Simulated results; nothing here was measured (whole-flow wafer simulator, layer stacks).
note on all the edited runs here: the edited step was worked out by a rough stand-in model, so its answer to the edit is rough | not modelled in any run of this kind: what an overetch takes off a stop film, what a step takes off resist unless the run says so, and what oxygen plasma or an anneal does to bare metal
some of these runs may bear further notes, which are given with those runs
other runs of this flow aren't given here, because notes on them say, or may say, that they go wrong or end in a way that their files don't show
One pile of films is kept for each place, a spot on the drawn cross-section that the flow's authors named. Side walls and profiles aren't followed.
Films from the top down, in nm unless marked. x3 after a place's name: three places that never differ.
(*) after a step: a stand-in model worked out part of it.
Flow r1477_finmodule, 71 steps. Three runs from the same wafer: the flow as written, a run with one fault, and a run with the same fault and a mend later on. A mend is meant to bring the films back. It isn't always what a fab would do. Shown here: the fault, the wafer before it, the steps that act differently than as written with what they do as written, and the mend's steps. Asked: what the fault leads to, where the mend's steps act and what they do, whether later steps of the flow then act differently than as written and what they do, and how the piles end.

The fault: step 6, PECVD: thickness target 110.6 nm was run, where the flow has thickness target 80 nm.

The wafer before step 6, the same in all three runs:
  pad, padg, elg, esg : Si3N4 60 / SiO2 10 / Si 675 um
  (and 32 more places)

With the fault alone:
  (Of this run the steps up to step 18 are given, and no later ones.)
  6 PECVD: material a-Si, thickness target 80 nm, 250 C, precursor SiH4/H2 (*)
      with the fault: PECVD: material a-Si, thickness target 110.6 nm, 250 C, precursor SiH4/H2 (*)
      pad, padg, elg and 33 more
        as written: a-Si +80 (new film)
        with the fault: a-Si +110.6 (new film)
  Later steps of the flow that act differently than as written:
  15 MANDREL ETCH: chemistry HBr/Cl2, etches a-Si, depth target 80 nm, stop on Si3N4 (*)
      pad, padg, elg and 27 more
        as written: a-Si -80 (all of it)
        with the fault: a-Si -80
  After step 18 the piles differ from the flow's by more than 2% or 0.5 nm, whichever is larger, at pad, padg, elg and 33 more.
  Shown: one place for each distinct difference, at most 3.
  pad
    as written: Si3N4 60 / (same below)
    with the fault: a-Si 30.6 / Si3N4 60 / (same below)
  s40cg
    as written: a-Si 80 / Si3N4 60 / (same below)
    with the fault: a-Si 110.6 / Si3N4 60 / (same below)

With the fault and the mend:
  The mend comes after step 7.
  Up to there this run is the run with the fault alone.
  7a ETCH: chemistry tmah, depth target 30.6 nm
      pad, padg, elg and 33 more
        a-Si -30.6
  No later step of the flow acts differently than as written at any place that is followed.
  At the end the piles are the same as the flow's at every place that both follow.
